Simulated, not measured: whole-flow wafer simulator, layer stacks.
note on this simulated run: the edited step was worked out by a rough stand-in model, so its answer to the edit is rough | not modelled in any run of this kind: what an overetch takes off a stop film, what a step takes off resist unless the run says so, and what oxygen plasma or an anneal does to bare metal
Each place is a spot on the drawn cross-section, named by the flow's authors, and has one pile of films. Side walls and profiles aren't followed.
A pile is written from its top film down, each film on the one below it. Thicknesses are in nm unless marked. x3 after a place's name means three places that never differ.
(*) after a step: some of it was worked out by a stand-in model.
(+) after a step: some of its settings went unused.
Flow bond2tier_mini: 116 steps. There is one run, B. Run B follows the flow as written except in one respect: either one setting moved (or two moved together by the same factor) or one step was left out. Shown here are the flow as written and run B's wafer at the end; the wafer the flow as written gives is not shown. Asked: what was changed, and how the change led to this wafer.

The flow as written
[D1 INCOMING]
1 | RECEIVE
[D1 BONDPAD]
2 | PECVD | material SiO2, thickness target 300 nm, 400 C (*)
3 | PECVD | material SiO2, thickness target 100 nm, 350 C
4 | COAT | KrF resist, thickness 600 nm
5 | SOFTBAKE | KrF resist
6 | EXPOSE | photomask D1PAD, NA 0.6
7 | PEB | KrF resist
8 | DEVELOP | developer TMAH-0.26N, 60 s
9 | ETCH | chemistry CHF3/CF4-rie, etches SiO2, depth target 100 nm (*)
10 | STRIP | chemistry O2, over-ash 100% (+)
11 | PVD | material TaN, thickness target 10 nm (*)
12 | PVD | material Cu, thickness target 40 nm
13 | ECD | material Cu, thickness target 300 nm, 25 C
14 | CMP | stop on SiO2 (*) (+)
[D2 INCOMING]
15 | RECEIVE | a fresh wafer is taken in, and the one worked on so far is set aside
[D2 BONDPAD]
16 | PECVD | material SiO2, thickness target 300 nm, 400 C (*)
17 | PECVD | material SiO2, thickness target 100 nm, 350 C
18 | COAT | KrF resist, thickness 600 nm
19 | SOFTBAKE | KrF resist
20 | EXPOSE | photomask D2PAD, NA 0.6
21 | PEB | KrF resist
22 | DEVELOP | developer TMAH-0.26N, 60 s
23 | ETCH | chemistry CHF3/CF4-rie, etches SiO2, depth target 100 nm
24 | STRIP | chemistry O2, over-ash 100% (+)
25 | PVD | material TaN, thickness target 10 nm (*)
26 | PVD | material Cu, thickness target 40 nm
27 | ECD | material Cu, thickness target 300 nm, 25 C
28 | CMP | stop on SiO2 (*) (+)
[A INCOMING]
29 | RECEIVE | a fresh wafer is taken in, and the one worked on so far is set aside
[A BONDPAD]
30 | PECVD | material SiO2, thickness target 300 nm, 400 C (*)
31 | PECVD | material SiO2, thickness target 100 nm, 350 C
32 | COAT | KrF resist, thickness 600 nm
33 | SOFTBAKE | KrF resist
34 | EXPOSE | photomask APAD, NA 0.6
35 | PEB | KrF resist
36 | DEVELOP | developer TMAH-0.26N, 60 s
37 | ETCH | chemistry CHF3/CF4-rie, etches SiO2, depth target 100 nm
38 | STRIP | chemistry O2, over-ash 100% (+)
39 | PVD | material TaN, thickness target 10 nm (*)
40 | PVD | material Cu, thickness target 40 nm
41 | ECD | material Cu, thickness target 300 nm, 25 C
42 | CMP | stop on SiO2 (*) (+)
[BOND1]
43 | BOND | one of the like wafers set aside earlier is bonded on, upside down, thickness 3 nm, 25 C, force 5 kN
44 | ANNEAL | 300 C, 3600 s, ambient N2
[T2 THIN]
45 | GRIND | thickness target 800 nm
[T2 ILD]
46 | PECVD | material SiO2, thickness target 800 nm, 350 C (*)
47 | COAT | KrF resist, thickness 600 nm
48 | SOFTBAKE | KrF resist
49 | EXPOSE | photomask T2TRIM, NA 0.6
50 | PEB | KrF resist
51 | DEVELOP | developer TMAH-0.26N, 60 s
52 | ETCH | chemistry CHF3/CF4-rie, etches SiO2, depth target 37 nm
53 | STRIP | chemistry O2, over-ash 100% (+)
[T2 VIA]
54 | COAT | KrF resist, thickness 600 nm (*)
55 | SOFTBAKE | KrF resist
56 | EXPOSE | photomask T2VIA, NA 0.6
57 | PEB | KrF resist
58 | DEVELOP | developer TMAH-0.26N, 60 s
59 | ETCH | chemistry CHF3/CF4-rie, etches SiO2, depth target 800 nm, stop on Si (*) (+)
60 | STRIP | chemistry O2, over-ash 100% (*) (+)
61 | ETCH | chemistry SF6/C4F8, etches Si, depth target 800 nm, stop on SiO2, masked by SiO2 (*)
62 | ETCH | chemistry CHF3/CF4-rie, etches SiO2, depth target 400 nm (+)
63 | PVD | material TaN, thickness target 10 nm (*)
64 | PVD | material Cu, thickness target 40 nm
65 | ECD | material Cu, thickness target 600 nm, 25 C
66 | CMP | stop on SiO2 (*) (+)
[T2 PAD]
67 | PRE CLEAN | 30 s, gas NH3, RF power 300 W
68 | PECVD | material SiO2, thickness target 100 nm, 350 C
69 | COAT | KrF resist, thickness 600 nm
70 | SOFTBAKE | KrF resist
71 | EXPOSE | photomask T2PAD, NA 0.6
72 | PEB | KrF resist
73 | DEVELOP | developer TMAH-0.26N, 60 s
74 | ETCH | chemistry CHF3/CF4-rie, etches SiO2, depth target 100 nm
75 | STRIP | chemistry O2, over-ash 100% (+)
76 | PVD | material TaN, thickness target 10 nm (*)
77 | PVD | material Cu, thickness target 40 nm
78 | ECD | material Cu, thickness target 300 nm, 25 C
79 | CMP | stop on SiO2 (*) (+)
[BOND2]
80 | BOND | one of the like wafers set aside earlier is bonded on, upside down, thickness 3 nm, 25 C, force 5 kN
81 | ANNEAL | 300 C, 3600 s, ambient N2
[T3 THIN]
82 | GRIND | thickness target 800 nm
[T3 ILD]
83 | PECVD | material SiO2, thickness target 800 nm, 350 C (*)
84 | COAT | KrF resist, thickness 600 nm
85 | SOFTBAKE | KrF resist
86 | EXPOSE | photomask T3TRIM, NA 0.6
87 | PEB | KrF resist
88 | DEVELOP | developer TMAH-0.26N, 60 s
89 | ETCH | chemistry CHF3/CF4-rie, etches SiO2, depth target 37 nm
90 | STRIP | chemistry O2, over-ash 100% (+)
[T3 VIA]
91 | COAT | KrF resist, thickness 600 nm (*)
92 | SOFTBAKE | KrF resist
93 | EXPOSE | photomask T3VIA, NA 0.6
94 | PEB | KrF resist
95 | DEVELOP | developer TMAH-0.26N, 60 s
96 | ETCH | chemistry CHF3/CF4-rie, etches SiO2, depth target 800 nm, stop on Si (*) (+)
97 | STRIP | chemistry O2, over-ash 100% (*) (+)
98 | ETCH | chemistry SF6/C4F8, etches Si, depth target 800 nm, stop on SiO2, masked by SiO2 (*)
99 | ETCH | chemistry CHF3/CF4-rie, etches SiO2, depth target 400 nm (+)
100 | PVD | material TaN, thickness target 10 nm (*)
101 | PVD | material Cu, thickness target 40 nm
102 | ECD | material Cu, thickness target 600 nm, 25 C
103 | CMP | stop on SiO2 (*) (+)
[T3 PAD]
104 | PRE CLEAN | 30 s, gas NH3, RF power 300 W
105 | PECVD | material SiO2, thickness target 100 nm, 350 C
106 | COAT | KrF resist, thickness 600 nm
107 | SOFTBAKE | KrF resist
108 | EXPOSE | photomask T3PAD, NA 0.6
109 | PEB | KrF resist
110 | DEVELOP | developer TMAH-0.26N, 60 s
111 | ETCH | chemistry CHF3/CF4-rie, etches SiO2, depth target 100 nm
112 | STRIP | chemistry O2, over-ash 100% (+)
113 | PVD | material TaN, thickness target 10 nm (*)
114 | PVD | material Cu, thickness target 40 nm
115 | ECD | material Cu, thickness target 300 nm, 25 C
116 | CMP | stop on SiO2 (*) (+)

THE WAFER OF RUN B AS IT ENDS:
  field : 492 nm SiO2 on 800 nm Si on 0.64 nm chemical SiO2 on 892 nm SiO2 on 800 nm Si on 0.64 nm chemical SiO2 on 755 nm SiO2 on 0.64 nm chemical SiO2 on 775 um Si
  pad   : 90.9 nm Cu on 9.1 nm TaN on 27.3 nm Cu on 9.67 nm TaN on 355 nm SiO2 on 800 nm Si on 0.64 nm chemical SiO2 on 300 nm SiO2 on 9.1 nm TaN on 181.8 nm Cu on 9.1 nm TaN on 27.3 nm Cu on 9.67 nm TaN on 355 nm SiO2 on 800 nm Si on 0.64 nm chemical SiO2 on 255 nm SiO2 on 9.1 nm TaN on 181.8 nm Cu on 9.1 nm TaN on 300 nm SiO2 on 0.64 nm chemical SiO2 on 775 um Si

The reason: step 2, PECVD: thickness target 255 nm was run, whereas the flow has thickness target 300 nm.
The wafer lets one read it off: pad has SiO2 255, and step 2 as written asks for 300 nm.

How this came from the change, step by step:
  2 | PECVD | material SiO2, thickness target 300 nm, 400 C (*)
      field, pad, via: SiO2 gains 255 (new film) (as written it would have been: SiO2 gains 300 (new film))
  43 | BOND | one of the like wafers set aside earlier is bonded on, upside down, thickness 3 nm, 25 C, force 5 kN
      field: Si gains 775 um (new film), chemical SiO2 gains 0.64 (new film), SiO2 gains 355 (as written it would have been: Si gains 775 um (new film), chemical SiO2 gains 0.64 (new film), SiO2 gains 400)
      pad: Si gains 775 um (new film), chemical SiO2 gains 0.64 (new film), SiO2 gains 255 (new film), TaN gains 9.1 (new film), Cu gains 90.9 (as written it would have been: Si gains 775 um (new film), chemical SiO2 gains 0.64 (new film), SiO2 gains 300 (new film), TaN gains 9.1 (new film), Cu gains 90.9)
      (as well as at 1 more place)
